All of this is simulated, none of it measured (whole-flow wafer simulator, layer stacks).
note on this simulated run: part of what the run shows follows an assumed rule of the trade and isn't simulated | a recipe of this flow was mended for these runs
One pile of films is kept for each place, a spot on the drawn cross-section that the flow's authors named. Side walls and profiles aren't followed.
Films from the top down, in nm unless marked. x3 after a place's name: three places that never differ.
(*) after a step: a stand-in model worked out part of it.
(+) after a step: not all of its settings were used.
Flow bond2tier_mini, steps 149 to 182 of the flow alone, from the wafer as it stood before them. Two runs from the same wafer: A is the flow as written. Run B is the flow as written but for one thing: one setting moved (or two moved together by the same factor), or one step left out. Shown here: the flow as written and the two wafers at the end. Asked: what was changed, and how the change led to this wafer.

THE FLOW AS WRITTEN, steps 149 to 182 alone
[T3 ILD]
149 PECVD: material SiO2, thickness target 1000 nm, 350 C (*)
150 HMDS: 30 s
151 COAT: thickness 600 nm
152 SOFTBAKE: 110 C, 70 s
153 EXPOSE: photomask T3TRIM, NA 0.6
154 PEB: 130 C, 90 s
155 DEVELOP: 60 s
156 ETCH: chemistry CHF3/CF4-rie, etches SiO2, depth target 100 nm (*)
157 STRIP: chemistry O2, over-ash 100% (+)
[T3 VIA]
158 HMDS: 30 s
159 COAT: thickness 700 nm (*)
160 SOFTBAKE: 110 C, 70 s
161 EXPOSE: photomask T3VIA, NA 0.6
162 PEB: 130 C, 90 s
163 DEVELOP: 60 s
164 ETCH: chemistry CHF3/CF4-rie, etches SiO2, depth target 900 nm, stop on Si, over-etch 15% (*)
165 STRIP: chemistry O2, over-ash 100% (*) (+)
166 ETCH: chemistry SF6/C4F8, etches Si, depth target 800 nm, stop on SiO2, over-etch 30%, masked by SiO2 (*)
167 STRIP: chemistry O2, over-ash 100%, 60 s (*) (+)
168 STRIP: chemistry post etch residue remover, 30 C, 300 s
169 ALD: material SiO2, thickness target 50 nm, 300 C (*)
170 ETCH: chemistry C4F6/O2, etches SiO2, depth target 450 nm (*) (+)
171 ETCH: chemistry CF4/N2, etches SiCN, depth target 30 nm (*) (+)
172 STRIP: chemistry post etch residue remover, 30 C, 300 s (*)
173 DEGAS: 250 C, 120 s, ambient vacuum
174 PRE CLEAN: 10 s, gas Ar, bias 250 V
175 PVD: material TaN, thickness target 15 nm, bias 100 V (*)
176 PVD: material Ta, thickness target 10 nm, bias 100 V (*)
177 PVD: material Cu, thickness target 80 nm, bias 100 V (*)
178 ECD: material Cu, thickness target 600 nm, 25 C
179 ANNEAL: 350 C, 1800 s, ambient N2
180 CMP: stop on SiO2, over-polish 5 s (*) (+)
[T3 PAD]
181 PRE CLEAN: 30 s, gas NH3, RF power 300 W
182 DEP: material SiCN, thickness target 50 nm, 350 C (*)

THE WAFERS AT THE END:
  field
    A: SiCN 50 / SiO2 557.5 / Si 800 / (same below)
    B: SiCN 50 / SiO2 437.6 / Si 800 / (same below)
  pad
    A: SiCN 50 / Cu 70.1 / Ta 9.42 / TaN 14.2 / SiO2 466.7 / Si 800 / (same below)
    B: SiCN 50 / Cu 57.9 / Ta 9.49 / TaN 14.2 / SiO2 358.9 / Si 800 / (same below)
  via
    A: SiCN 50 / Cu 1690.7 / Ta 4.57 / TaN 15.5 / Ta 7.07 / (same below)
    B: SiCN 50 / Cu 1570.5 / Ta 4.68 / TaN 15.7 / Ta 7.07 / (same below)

The cause: step 149, PECVD: thickness target 880 nm was run, where the flow has thickness target 1000 nm; step 156, ETCH: depth target 88 nm was run, where the flow has depth target 100 nm.

How the change led to this, step by step:
  149 PECVD: material SiO2, thickness target 1000 nm, 350 C (*)
      field, pad, via: A SiO2 +1000 (new film) | B SiO2 +880 (new film)
  156 ETCH: chemistry CHF3/CF4-rie, etches SiO2, depth target 100 nm (*)
      pad, via: A SiO2 -100 | B SiO2 -88
      field: A thick-KrF-resist -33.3 | B thick-KrF-resist -29.3
  164 ETCH: chemistry CHF3/CF4-rie, etches SiO2, depth target 900 nm, stop on Si, over-etch 15% (*)
      field, pad: A thick-KrF-resist -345 | B thick-KrF-resist -303.6
      via: A SiO2 -900 (all of it), Si -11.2 | B SiO2 -792 (all of it), Si -20.2
  165 STRIP: chemistry O2, over-ash 100% (*) (+)
      field: A thick-KrF-resist -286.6 (all of it) | B thick-KrF-resist -333.1 (all of it)
      pad: A thick-KrF-resist -372.9 (all of it) | B thick-KrF-resist -409.1 (all of it)
  177 PVD: material Cu, thickness target 80 nm, bias 100 V (*)
      via: A Cu +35 (new film) | B Cu +35.9 (new film)
  178 ECD: material Cu, thickness target 600 nm, 25 C
      via: A Cu +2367 | B Cu +2245.9
